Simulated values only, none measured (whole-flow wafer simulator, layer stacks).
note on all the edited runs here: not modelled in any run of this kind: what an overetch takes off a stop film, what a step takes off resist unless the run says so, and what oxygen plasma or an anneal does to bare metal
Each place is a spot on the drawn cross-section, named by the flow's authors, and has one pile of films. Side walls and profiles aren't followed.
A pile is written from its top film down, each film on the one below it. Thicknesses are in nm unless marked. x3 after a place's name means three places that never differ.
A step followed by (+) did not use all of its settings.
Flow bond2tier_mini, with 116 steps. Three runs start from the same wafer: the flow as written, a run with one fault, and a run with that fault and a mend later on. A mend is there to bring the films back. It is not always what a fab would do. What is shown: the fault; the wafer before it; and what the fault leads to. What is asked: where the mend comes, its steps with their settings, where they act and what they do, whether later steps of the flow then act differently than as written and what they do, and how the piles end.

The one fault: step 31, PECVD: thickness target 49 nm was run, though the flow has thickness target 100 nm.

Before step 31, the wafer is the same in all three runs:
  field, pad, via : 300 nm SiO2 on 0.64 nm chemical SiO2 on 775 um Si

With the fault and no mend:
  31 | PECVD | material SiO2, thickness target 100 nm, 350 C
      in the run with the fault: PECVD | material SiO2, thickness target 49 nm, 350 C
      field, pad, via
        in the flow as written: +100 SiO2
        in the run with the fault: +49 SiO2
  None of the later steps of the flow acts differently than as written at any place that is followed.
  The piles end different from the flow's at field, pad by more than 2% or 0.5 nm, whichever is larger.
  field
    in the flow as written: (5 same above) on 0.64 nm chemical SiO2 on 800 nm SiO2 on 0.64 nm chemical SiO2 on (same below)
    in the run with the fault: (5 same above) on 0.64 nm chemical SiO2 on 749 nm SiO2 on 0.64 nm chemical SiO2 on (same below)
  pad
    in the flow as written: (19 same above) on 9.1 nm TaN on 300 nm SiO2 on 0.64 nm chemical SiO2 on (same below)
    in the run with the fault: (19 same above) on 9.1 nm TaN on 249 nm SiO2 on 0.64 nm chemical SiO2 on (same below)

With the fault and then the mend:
  The mend stands after step 36.
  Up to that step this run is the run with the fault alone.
  36a | STRIP | chemistry O2, over-ash 100% (+)
      field
        -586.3 KrF resist (all of it)
  36b | PECVD | material SiO2, thickness target 51 nm, 350 C (the flow's step 31, run once more with other settings)
      field, pad, via
        +51 SiO2
  36c | COAT | KrF resist, thickness 600 nm (the flow's step 32, run once more)
      field, pad, via
        +600 KrF resist (new film)
  36d | SOFTBAKE | KrF resist (the flow's step 33, run once more)
      does not change any film at any place that is followed
  36e | EXPOSE | photomask APAD, NA 0.6 (the flow's step 34, run once more)
      does not change any film at any place that is followed
  36f | PEB | KrF resist (the flow's step 35, run once more)
      does not change any film at any place that is followed
  36g | DEVELOP | developer TMAH-0.26N, 60 s (the flow's step 36, run once more)
      pad, via
        -600 KrF resist (all of it)
      field
        -13.7 KrF resist
  None of the later steps of the flow acts differently than as written at any place that is followed.
  At every place that both follow, the piles at the end match the flow's.
